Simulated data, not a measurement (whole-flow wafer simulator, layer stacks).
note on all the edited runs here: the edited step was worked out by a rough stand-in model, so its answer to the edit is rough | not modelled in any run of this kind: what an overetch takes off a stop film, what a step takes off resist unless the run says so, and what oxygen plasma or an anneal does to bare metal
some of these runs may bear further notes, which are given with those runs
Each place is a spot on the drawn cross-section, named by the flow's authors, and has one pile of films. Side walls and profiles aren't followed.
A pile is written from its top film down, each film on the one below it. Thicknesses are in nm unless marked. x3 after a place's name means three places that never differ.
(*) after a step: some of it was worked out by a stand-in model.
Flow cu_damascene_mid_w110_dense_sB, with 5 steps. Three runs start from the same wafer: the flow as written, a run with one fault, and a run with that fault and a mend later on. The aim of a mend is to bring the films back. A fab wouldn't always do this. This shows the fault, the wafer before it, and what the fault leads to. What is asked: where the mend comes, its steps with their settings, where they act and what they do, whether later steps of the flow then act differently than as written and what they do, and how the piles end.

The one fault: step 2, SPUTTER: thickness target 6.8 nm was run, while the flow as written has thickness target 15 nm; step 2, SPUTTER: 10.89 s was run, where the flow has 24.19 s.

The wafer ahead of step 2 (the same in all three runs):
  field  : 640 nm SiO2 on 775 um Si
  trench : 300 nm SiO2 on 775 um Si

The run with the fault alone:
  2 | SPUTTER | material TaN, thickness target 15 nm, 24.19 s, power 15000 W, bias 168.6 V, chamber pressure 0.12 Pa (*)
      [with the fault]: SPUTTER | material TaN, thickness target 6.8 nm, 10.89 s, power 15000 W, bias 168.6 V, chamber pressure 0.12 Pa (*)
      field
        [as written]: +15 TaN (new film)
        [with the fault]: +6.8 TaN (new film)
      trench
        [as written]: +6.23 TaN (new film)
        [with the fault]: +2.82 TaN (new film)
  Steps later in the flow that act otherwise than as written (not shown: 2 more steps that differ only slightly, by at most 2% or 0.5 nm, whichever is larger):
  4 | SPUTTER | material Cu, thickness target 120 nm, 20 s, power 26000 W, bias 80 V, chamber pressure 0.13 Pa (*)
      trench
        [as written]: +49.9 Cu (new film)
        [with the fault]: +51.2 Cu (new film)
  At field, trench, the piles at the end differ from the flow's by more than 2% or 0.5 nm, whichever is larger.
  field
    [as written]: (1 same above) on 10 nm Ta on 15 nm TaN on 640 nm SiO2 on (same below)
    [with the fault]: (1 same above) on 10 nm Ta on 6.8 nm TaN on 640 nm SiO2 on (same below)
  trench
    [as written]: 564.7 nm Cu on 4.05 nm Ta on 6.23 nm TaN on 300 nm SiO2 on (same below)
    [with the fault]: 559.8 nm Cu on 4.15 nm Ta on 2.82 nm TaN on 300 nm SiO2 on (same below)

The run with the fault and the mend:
  The mend stands after step 2.
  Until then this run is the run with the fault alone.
  2a | SPUTTER | material TaN, thickness target 8.2 nm, 13.22 s, power 15000 W, bias 168.6 V, chamber pressure 0.12 Pa (*) (the flow's step 2 again, with other settings)
      field
        +8.2 TaN
      trench
        +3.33 TaN
  Every later step of the flow that is run acts as written, at every place that is followed, to within 2% or 0.5 nm, whichever is larger.
  When the end is reached, the piles differ only a little from the flow's at the places that both follow, at most by 2% or 0.5 nm, whichever is larger.
